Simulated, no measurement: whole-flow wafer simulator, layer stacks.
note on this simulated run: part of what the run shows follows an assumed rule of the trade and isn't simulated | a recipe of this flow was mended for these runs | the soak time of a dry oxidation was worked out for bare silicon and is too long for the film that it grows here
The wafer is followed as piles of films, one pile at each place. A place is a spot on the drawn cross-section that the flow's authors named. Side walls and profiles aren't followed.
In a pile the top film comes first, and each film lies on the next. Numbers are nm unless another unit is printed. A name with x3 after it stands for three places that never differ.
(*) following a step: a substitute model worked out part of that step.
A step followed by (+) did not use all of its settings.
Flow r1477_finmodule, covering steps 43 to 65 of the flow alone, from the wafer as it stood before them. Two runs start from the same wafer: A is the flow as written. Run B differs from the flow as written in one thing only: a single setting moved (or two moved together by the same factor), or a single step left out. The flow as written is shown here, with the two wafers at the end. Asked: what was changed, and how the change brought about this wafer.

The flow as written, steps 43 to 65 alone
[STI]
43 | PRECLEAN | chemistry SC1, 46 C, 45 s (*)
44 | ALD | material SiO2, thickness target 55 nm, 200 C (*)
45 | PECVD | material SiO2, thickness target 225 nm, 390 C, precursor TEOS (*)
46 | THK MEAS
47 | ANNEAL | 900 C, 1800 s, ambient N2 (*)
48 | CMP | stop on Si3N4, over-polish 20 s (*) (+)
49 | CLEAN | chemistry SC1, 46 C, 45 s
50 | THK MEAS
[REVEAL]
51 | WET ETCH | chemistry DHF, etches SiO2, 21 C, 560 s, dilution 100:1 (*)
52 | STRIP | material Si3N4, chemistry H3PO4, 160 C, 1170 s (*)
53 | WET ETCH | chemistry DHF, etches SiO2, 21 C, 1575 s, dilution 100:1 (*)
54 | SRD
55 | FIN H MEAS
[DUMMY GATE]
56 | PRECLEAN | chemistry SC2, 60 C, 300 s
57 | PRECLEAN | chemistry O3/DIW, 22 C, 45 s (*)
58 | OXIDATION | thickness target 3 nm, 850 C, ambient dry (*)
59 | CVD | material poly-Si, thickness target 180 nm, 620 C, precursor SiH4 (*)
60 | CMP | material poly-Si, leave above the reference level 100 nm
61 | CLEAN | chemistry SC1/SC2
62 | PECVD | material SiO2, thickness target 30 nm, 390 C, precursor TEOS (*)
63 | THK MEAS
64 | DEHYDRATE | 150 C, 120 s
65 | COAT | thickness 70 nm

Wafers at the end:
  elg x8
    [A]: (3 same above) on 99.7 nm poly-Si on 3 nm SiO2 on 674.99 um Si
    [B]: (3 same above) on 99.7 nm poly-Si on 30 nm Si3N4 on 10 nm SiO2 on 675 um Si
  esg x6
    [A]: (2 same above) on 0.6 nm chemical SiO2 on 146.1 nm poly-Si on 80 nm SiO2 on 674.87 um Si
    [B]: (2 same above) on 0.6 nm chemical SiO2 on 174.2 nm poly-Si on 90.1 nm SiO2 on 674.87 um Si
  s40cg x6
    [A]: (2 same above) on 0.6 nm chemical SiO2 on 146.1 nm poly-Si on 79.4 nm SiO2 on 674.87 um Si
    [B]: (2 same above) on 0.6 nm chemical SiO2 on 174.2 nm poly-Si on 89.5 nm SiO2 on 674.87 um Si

What caused this: step 51, WET ETCH: 358 s was run, while the flow as written has 560 s.

How this came from the change, step by step:
  51 | WET ETCH | chemistry DHF, etches SiO2, 21 C, 560 s, dilution 100:1 (*)
      elg x8: A SiO2 loses 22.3 (all of it), Si3N4 loses 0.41 | B SiO2 loses 18
      esg x6, e200sg x2, s40cg x6, s40sg x6: A SiO2 loses 28.1 | B SiO2 loses 18
      (and at 8 other places as well)
  52 | STRIP | material Si3N4, chemistry H3PO4, 160 C, 1170 s (*)
      elg x8: A Si3N4 loses 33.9 (all of it), SiO2 loses 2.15 | B SiO2 loses 4.31 (all of it)
  53 | WET ETCH | chemistry DHF, etches SiO2, 21 C, 1575 s, dilution 100:1 (*)
      elg x8: A SiO2 loses 7.85 (all of it) | B Si3N4 loses 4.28
  57 | PRECLEAN | chemistry O3/DIW, 22 C, 45 s (*)
      elg x8: A chemical SiO2 gains 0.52, Si loses 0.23 | B nothing
  58 | OXIDATION | thickness target 3 nm, 850 C, ambient dry (*)
      elg x8: A SiO2 gains 3 (new film), chemical SiO2 loses 0.85 (all of it), Si loses 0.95 | B nothing
  59 | CVD | material poly-Si, thickness target 180 nm, 620 C, precursor SiH4 (*)
      s40cg x6, s40sg x6: A poly-Si gains 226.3 (new film) | B poly-Si gains 216.2 (new film)
      esg x6: A poly-Si gains 226.3 (new film) | B poly-Si gains 254.5 (new film)
      (and at 2 other places as well)
  60 | CMP | material poly-Si, leave above the reference level 100 nm
      pad x2: A poly-Si loses 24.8 | B nothing
      s40cg x6, s40sg x6, s40sg_line x6: A poly-Si loses 80 | B poly-Si loses 41.7
      (and at 2 other places as well)
